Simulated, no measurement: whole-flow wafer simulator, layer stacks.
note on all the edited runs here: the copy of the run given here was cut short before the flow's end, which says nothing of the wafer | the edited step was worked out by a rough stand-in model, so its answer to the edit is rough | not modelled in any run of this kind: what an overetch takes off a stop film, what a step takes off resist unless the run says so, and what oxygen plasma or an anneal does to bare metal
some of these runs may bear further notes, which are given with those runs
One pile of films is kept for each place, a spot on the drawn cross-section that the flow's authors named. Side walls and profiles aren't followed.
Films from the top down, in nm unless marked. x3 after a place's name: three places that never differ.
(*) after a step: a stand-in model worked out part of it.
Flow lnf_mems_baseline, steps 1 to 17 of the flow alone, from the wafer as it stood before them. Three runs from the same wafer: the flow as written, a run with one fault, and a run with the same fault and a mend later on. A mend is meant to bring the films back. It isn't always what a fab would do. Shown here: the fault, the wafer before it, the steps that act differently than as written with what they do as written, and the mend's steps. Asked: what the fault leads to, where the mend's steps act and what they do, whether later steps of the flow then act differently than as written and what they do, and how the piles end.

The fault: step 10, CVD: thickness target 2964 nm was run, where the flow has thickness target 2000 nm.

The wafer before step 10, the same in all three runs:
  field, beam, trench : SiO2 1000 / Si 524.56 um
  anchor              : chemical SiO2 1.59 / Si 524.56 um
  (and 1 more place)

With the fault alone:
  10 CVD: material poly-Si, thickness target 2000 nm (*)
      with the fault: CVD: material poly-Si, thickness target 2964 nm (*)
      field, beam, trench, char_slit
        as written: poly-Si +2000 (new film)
        with the fault: poly-Si +2964 (new film)
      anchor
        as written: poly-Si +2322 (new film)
        with the fault: poly-Si +3555.5 (new film)
  Later steps of the flow that act differently than as written (1 more step differs only slightly, by at most 2% or 0.5 nm, whichever is larger, and isn't shown):
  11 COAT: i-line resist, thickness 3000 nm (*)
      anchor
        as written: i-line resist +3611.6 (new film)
        with the fault: i-line resist +3357.4 (new film)
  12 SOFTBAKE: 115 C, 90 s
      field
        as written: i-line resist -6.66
        with the fault: i-line resist -5.26
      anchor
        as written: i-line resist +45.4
        with the fault: i-line resist +34.5
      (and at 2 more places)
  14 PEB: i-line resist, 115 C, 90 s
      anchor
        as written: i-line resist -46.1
        with the fault: i-line resist -41.4
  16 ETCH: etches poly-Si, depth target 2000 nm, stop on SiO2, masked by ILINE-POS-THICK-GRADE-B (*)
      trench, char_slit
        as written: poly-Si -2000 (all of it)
        with the fault: poly-Si -2000
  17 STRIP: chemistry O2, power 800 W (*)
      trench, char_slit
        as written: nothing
        with the fault: chemical SiO2 +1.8 (new film), poly-Si -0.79
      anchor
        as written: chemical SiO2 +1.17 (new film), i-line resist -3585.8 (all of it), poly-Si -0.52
        with the fault: chemical SiO2 +1.15 (new film), i-line resist -3325.4 (all of it), poly-Si -0.51
  At the end the piles differ from the flow's by more than 2% or 0.5 nm, whichever is larger, at field, anchor, beam, trench, char_slit.
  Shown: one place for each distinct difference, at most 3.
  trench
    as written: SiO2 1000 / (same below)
    with the fault: chemical SiO2 1.8 / poly-Si 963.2 / SiO2 1000 / (same below)
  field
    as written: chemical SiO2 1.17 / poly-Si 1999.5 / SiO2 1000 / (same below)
    with the fault: chemical SiO2 1.15 / poly-Si 2963.5 / SiO2 1000 / (same below)
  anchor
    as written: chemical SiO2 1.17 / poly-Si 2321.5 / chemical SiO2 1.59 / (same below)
    with the fault: chemical SiO2 1.15 / poly-Si 3555 / chemical SiO2 1.59 / (same below)

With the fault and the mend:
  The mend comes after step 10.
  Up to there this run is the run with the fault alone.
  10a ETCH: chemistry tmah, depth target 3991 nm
      field, beam, trench, char_slit
        poly-Si -2964 (all of it)
      anchor
        poly-Si -3555.5 (all of it)
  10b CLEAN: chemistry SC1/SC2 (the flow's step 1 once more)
      changes no film at any place that is followed
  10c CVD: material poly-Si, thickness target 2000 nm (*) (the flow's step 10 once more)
      field, beam, trench, char_slit
        poly-Si +2000 (new film)
      anchor
        poly-Si +2322 (new film)
  No later step of the flow acts differently than as written at any place that is followed.
  At the end the piles are the same as the flow's at every place that both follow.
